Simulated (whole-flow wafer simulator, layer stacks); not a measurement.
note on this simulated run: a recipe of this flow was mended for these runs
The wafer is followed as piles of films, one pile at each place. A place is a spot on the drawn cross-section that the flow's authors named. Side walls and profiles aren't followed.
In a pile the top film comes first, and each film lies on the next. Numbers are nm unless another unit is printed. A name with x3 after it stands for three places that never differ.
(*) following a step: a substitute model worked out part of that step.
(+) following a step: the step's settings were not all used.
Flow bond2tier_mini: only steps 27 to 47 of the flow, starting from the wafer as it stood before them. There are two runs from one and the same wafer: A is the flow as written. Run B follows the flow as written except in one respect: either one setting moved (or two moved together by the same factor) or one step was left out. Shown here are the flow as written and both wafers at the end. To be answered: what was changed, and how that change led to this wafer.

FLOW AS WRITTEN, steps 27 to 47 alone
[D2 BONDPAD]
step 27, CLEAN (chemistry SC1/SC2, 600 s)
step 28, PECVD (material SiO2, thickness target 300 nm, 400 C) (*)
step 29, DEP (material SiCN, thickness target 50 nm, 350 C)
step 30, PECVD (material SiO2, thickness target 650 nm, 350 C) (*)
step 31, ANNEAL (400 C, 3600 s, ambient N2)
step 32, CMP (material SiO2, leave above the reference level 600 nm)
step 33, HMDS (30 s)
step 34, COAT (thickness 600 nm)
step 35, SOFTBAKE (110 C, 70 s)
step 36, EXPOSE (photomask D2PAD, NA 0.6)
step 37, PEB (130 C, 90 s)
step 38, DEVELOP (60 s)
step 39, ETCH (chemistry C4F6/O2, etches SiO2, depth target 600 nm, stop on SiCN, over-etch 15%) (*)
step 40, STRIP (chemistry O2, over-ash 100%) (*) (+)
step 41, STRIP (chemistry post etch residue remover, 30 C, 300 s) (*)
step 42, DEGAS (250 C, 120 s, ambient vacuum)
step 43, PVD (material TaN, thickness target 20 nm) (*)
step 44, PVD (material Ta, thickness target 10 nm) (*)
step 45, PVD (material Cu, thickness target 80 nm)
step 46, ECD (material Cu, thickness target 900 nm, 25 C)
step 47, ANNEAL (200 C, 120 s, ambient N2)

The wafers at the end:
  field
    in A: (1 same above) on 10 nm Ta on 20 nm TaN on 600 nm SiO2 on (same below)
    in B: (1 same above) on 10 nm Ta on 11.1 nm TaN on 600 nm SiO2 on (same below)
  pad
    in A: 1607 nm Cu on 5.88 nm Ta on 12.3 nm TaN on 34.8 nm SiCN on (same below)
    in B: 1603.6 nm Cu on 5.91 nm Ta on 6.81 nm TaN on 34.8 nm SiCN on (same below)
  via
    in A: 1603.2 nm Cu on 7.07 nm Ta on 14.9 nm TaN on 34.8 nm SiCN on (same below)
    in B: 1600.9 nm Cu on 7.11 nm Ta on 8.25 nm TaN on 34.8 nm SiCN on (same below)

The reason: step 43, PVD: thickness target 11.1 nm was run, while the flow as written has thickness target 20 nm.
The wafer itself shows it: field has TaN 11.1, and step 43 as written asks for 20 nm.

How this came from the change, step by step:
  step 43, PVD (material TaN, thickness target 20 nm) (*)
      field: A TaN gains 20 (new film) | B TaN gains 11.1 (new film)
      pad: A TaN gains 12.3 (new film) | B TaN gains 6.81 (new film)
      (and at 1 other place as well)
